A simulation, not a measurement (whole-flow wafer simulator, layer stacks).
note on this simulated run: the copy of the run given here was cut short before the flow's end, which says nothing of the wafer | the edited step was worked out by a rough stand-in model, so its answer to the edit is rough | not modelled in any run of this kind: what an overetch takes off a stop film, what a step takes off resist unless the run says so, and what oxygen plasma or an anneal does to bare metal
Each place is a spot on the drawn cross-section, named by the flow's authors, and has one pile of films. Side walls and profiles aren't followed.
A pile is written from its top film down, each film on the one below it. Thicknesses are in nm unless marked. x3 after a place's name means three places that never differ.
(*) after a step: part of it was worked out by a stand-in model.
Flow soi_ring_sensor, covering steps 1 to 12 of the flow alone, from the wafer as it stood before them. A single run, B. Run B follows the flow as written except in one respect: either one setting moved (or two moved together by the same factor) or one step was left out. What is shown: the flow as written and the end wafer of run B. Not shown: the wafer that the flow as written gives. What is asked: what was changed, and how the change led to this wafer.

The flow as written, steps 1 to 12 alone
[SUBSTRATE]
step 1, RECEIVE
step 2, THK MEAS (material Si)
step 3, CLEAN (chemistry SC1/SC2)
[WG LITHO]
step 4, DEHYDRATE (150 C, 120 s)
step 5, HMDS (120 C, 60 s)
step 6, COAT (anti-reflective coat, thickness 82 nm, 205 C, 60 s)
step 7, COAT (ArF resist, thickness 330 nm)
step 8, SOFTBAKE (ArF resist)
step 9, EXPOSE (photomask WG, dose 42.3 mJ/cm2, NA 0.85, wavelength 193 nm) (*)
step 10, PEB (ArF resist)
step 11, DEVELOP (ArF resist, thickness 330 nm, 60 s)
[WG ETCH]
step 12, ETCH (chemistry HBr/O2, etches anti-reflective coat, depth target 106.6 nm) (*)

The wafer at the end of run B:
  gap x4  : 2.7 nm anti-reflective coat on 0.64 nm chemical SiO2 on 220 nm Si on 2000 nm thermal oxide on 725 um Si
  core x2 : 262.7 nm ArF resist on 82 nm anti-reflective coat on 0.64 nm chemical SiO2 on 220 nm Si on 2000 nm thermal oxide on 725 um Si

The reason: step 12, ETCH: depth target 79.3 nm was run, though the flow has depth target 106.6 nm.

How this came from the change, step by step:
  step 12, ETCH (chemistry HBr/O2, etches anti-reflective coat, depth target 106.6 nm) (*)
      gap x4: -79.3 anti-reflective coat (it would be, as written: -82 anti-reflective coat (all of it), -0.64 chemical SiO2 (all of it))
      core x2: -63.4 ArF resist (it would be, as written: -85.3 ArF resist)
